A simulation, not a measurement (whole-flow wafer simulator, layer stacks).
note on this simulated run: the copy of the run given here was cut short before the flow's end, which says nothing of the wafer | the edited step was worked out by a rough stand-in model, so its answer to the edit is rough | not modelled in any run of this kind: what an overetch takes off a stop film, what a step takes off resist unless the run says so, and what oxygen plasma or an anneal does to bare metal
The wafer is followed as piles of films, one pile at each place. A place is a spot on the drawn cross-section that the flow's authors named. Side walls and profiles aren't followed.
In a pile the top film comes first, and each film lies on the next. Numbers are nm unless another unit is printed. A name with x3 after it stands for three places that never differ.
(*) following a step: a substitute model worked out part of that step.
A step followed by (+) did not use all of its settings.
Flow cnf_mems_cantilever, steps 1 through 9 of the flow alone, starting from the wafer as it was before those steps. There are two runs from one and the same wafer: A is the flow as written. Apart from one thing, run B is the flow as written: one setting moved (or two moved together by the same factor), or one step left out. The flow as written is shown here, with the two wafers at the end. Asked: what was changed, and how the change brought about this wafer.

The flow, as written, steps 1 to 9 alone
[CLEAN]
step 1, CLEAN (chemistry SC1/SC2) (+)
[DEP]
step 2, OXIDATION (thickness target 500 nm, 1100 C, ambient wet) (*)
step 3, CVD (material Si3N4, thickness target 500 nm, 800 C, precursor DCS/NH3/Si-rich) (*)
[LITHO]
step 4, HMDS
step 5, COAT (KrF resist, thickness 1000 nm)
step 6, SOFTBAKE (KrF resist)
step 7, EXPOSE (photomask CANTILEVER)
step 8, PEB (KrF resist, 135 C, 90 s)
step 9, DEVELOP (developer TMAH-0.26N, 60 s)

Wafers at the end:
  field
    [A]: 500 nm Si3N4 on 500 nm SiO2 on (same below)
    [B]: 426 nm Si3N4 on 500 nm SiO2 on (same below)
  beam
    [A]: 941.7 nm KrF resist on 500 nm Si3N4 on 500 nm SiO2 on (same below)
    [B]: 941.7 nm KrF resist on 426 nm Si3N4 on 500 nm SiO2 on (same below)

What caused this: step 3, CVD: thickness target 426 nm was run, whereas the flow has thickness target 500 nm.
The wafer lets one read it off: field has Si3N4 426, and step 3 as written asks for 500 nm.

How this came from the change, step by step:
  step 3, CVD (material Si3N4, thickness target 500 nm, 800 C, precursor DCS/NH3/Si-rich) (*)
      field, beam: A Si3N4 gains 500 (new film) | B Si3N4 gains 426 (new film)
